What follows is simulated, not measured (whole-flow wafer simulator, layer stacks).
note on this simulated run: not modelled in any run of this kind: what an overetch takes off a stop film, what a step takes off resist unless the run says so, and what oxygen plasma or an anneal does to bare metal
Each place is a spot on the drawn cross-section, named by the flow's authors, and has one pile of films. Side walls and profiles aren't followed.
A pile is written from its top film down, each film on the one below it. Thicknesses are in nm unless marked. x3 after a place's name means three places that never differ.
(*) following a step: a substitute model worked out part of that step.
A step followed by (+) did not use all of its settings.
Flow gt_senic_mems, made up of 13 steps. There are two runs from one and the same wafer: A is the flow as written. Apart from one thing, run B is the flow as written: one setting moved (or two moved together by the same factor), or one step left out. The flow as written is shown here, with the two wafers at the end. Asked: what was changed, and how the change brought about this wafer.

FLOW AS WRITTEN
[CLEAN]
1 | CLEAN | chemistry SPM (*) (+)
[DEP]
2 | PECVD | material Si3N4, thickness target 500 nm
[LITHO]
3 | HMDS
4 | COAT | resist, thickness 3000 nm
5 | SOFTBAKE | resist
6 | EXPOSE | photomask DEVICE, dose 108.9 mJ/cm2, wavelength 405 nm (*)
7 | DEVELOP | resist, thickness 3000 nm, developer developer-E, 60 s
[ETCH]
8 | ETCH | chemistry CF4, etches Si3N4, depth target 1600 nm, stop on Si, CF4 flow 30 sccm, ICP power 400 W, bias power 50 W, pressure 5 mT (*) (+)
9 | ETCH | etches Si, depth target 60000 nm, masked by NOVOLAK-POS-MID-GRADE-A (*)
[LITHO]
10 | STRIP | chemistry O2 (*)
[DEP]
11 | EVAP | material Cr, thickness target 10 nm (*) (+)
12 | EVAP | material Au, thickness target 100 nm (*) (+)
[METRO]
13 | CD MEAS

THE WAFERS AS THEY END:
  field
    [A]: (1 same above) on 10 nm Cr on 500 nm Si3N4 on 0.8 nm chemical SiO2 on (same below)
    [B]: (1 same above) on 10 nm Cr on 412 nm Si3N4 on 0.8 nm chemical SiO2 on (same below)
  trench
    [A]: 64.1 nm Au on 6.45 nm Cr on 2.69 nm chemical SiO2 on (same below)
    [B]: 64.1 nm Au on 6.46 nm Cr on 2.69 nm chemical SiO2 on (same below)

Cause: step 2, PECVD: thickness target 412 nm was run, whereas the flow has thickness target 500 nm.
The wafer itself shows it: field has Si3N4 412, and step 2 as written asks for 500 nm.

How this came from the change, step by step:
  2 | PECVD | material Si3N4, thickness target 500 nm
      field, trench: A +500 Si3N4 (new film) | B +412 Si3N4 (new film)
  8 | ETCH | chemistry CF4, etches Si3N4, depth target 1600 nm, stop on Si, CF4 flow 30 sccm, ICP power 400 W, bias power 50 W, pressure 5 mT (*) (+)
      field: A -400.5 resist | B -341.9 resist
      trench: A -500 Si3N4 (all of it), -0.8 chemical SiO2 (all of it) | B -412 Si3N4 (all of it), -0.8 chemical SiO2 (all of it)
  10 | STRIP | chemistry O2 (*)
      field: A -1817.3 resist (all of it) | B -1876 resist (all of it)
